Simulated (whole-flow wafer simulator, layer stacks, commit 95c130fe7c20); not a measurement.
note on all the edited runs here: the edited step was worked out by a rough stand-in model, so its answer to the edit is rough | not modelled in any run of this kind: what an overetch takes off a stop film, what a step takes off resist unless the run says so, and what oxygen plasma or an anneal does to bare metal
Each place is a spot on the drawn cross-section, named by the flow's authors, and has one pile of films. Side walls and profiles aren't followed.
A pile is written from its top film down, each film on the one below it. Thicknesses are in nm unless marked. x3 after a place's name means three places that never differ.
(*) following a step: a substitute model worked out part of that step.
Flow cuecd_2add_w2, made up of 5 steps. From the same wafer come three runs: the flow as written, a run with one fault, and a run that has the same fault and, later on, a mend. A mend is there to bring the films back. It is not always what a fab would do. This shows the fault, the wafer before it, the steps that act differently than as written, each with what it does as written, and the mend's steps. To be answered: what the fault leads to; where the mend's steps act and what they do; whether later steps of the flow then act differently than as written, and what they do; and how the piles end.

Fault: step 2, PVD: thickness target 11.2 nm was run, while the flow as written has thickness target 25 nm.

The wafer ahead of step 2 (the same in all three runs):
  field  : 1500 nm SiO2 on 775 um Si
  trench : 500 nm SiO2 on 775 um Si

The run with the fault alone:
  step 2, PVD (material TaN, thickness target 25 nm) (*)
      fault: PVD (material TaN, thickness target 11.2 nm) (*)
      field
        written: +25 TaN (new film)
        fault: +11.2 TaN (new film)
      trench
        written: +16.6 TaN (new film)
        fault: +7.43 TaN (new film)
  Later steps of the flow that are run all act as written at every place that is followed, up to a difference of at most 2% or 0.5 nm, whichever is larger.
  The piles end different from the flow's at field, trench by more than 2% or 0.5 nm, whichever is larger.
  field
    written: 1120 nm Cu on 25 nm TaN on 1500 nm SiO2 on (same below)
    fault: 1120 nm Cu on 11.2 nm TaN on 1500 nm SiO2 on (same below)
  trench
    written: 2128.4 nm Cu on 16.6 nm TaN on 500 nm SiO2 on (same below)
    fault: 2123.8 nm Cu on 7.43 nm TaN on 500 nm SiO2 on (same below)

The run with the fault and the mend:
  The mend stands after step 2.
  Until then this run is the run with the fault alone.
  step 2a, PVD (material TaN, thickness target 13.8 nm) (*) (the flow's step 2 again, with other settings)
      field
        +13.8 TaN
      trench
        +9.13 TaN
  Later steps of the flow that are run all act as written at every place that is followed.
  By the end, the piles equal the flow's at every place that both follow.
